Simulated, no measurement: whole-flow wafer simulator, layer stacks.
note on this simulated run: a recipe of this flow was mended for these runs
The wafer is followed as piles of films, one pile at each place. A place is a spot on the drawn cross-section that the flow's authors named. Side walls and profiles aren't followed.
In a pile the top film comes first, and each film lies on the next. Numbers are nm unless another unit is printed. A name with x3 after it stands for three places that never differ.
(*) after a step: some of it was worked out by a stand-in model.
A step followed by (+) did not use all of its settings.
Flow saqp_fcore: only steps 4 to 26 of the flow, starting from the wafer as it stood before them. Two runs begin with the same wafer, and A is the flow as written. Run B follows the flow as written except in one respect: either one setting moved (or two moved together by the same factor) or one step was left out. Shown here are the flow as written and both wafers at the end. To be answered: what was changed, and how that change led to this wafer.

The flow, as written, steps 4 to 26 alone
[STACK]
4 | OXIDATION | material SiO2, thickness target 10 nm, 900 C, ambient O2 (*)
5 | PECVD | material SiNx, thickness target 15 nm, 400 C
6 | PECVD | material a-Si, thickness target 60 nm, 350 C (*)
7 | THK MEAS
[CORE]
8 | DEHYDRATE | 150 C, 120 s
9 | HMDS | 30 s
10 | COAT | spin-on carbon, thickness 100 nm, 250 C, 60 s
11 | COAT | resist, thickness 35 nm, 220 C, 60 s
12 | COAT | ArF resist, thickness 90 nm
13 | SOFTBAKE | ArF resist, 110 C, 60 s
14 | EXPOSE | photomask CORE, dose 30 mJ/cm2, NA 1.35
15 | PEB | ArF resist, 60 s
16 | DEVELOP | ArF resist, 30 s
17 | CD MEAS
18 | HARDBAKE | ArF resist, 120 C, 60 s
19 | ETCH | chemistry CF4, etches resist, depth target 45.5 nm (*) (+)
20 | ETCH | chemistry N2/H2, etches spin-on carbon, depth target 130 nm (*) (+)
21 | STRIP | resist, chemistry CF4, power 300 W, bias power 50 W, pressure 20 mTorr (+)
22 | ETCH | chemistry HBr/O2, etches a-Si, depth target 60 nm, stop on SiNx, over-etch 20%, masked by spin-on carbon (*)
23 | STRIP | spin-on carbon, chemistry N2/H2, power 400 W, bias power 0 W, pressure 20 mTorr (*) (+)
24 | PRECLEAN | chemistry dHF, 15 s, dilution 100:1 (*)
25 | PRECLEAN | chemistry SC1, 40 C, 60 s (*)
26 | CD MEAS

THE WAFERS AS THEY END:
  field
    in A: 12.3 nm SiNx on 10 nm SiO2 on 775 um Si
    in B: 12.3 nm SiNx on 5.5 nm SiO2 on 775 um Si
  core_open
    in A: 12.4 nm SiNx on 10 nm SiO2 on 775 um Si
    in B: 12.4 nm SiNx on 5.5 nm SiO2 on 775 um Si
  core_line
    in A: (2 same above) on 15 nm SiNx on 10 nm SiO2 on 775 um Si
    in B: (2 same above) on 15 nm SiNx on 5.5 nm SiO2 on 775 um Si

Cause: step 4, OXIDATION: thickness target 5.5 nm was run, though the flow has thickness target 10 nm.
The wafer lets one read it off: field has SiO2 5.5, and step 4 as written asks for 10 nm.

Step by step, how the change led to this:
  4 | OXIDATION | material SiO2, thickness target 10 nm, 900 C, ambient O2 (*)
      field, core_open, core_line: A +10 SiO2 (new film), -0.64 chemical SiO2 (all of it), -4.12 Si | B +5.5 SiO2 (new film), -0.64 chemical SiO2 (all of it), -2.14 Si
